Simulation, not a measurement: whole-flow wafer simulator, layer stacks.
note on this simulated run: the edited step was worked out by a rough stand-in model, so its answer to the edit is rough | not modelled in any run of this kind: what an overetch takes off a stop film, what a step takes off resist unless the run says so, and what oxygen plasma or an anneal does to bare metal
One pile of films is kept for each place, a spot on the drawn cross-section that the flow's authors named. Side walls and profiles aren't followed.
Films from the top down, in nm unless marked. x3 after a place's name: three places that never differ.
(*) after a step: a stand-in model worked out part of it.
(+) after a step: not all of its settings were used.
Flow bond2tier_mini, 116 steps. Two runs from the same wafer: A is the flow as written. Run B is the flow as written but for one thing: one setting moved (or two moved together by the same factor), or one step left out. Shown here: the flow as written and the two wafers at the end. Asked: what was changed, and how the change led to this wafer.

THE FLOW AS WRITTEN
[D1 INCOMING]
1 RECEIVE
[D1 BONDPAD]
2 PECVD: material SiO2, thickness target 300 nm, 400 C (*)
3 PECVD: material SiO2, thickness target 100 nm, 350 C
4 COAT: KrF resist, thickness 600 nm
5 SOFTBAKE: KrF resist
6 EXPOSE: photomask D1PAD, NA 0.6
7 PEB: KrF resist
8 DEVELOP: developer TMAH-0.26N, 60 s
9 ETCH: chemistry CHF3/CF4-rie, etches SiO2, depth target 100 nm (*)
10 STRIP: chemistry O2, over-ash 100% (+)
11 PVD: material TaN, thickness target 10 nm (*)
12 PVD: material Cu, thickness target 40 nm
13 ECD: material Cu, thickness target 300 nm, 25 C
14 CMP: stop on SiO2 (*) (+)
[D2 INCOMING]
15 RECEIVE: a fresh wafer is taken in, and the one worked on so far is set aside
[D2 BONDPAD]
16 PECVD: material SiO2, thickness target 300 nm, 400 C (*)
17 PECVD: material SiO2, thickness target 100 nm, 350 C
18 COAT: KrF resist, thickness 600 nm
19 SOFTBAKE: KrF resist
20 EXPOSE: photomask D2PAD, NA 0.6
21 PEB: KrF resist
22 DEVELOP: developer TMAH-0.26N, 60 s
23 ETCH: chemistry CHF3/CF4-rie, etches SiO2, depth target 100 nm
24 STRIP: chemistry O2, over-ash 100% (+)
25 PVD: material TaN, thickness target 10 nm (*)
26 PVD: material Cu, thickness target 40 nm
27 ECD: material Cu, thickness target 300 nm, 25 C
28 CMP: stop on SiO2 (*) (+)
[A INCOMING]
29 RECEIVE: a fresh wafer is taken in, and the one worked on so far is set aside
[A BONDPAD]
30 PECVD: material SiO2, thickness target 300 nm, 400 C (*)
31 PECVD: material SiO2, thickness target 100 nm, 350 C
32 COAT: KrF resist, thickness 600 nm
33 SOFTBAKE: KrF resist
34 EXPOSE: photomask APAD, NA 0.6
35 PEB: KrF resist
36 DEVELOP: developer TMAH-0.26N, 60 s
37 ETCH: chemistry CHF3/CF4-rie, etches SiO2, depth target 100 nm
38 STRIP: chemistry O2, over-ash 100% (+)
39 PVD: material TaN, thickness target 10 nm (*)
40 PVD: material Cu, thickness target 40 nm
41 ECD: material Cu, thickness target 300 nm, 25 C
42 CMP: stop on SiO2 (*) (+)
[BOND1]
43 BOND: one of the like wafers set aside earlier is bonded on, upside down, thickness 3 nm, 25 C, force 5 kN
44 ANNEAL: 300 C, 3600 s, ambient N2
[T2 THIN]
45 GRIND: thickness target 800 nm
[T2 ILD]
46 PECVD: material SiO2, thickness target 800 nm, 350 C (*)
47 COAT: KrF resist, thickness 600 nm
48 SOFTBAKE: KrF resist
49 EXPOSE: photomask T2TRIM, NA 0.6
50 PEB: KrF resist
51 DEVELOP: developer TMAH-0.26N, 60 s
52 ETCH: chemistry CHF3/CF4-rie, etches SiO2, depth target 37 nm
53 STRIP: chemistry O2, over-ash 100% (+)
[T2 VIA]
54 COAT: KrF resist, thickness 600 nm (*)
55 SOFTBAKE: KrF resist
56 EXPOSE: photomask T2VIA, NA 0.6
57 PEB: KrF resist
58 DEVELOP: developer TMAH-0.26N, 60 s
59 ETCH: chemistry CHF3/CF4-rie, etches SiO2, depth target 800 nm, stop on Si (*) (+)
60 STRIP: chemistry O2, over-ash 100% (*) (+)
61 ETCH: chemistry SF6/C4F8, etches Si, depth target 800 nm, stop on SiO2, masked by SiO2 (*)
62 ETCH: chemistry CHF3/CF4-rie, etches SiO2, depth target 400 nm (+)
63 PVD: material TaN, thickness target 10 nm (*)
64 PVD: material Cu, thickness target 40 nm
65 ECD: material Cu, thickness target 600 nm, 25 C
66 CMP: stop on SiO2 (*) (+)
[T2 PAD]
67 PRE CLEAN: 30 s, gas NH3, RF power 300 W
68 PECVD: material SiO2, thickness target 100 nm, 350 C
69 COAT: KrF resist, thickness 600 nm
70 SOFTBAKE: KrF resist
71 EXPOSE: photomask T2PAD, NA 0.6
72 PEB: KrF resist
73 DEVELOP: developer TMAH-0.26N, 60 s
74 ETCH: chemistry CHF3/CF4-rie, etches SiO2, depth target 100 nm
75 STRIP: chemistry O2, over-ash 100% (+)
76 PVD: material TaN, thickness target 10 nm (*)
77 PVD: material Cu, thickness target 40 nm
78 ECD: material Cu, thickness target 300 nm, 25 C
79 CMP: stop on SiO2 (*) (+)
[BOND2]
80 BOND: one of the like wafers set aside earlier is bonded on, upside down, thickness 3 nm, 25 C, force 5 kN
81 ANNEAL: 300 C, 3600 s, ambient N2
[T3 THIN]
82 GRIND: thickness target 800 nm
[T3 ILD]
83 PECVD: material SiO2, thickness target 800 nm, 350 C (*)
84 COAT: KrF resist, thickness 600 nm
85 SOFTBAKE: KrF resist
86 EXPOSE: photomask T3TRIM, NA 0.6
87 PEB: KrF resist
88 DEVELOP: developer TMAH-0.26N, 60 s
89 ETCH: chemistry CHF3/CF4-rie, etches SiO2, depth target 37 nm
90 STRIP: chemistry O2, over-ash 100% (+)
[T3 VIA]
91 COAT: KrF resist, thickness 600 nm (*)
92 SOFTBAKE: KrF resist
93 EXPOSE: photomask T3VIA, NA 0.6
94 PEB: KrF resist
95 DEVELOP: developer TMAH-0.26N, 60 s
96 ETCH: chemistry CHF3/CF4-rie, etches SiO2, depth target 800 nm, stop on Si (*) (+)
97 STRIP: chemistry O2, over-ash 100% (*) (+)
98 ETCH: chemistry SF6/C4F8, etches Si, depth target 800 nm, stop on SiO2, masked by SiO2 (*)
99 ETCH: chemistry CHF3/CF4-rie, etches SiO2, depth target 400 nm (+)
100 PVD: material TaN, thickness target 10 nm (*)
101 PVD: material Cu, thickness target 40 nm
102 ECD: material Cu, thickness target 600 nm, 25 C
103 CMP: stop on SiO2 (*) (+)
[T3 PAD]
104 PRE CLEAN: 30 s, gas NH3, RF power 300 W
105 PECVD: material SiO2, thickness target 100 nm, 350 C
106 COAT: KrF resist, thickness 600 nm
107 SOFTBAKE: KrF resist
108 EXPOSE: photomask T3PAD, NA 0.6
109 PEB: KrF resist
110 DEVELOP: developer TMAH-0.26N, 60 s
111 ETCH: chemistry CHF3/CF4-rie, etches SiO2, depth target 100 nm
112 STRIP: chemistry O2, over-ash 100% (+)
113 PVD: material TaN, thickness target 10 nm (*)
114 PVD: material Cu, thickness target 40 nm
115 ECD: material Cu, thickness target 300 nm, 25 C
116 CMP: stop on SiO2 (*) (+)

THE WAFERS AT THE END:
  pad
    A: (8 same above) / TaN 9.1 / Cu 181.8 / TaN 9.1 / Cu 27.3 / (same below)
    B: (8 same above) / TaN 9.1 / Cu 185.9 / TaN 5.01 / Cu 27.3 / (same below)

The cause: step 76, PVD: thickness target 5.5 nm was run, where the flow has thickness target 10 nm.

How the change led to this, step by step:
  76 PVD: material TaN, thickness target 10 nm (*)
      field: A TaN +10 (new film) | B TaN +5.5 (new film)
      pad: A TaN +9.1 (new film) | B TaN +5.01 (new film)
  79 CMP: stop on SiO2 (*) (+)
      field: A Cu -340 (all of it), TaN -10 (all of it) | B Cu -340 (all of it), TaN -5.5 (all of it)
